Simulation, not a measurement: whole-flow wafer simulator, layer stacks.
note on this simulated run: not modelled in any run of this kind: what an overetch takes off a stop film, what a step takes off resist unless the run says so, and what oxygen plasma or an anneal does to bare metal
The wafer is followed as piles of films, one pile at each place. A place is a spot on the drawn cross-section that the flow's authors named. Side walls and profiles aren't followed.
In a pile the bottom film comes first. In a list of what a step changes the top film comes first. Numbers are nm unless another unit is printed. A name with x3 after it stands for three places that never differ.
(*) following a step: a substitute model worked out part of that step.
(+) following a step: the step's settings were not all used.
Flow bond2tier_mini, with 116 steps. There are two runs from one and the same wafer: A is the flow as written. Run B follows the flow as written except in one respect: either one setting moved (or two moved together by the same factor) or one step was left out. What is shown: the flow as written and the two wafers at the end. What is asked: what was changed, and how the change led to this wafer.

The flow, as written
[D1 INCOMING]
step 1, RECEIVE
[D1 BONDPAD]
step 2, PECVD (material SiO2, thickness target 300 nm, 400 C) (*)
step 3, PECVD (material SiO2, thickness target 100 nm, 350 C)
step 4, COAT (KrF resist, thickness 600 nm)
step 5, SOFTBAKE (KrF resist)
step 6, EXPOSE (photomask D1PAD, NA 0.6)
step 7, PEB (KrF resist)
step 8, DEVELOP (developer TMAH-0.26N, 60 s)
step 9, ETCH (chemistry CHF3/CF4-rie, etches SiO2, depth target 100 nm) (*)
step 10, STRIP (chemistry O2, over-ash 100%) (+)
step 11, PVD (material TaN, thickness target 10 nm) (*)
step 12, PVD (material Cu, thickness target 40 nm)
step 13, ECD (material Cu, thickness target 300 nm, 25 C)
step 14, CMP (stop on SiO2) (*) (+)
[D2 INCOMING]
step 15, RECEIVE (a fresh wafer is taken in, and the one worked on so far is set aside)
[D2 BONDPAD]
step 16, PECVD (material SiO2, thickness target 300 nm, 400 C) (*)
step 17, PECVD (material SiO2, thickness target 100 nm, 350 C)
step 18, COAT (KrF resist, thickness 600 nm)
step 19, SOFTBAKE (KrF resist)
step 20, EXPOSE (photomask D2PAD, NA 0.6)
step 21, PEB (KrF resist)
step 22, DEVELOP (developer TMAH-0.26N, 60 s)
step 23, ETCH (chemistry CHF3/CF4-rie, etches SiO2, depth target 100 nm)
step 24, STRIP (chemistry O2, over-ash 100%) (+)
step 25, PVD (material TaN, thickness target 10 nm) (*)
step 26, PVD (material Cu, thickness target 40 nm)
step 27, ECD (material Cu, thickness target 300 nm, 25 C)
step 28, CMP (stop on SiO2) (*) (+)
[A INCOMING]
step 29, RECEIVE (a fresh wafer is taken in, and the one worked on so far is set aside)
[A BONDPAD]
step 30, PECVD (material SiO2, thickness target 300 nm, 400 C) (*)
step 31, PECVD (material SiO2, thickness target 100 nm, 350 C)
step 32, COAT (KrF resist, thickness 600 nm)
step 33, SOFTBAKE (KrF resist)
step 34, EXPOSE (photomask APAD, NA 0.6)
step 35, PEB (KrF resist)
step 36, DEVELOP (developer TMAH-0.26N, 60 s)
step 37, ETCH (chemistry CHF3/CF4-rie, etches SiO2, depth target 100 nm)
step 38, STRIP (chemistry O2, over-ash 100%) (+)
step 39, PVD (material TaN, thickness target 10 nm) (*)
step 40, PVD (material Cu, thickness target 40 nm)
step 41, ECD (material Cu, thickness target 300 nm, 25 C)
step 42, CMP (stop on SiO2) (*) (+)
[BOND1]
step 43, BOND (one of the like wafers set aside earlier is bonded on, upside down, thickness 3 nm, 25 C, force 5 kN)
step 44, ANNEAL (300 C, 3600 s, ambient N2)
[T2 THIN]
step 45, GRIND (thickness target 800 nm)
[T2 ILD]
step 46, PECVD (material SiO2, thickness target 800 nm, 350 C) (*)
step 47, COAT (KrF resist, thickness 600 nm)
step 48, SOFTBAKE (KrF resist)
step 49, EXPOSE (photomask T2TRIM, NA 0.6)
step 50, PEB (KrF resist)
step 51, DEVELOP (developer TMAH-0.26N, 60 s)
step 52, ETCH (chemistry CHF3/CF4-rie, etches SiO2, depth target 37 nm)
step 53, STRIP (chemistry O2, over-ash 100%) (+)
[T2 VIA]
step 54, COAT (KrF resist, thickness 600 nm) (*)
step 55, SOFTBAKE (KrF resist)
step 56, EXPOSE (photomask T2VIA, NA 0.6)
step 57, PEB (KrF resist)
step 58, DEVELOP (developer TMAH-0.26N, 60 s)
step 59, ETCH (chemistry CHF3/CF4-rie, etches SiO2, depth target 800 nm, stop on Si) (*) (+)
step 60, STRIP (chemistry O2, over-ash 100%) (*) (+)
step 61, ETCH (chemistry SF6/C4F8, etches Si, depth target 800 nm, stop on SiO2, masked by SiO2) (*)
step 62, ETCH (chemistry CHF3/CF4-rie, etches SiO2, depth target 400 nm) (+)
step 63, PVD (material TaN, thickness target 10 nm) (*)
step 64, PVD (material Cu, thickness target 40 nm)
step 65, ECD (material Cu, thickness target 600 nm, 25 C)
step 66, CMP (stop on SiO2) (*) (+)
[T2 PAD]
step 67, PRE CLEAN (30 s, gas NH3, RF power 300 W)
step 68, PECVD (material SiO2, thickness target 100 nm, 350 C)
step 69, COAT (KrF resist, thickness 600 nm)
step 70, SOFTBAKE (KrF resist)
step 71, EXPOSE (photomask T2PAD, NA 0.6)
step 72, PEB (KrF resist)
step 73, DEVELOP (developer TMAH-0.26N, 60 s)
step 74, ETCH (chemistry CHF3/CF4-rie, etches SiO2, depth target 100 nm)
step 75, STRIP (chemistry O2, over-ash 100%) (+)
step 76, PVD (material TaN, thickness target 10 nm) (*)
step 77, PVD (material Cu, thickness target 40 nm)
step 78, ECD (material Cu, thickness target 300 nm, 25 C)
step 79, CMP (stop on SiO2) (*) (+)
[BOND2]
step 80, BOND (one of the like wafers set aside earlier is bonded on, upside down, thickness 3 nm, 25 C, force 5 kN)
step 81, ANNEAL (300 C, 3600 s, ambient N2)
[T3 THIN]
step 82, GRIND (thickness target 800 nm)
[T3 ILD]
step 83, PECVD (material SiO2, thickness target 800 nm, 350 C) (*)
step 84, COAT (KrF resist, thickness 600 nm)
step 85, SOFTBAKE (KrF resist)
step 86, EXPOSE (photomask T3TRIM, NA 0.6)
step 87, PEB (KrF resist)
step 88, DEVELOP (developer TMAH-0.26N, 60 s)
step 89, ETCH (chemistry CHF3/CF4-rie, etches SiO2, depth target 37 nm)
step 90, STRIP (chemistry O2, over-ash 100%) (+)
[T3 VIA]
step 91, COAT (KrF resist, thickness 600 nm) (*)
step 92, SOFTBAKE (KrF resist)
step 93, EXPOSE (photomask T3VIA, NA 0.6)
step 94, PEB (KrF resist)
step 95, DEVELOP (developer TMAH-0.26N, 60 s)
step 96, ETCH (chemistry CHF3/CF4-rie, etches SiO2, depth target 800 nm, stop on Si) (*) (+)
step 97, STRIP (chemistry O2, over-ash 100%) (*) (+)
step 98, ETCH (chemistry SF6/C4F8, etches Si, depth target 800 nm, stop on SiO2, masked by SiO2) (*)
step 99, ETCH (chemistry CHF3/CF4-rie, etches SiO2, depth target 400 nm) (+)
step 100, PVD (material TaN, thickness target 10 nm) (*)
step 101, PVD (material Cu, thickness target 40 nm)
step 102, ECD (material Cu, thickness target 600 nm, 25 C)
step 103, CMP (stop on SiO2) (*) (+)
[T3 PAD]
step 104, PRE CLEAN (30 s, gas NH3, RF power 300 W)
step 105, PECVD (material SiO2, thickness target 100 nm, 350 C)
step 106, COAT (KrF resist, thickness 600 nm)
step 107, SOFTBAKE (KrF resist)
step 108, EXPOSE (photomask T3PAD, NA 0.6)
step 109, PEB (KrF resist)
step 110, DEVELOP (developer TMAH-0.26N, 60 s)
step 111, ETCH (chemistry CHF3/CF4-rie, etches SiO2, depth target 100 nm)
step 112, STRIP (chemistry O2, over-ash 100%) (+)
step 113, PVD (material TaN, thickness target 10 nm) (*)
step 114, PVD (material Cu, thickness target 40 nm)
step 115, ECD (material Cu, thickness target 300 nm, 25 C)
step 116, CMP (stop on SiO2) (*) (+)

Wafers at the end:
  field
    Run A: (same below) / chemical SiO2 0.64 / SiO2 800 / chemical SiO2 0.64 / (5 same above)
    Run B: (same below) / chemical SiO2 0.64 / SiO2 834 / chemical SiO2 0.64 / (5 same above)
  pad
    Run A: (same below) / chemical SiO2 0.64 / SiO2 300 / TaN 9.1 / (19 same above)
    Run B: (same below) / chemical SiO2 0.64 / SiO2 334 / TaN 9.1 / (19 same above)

What caused this: step 31, PECVD: thickness target 134 nm was run, though the flow has thickness target 100 nm.

How this came from the change, step by step:
  step 31, PECVD (material SiO2, thickness target 100 nm, 350 C)
      field, pad, via: A SiO2 gains 100 | B SiO2 gains 134
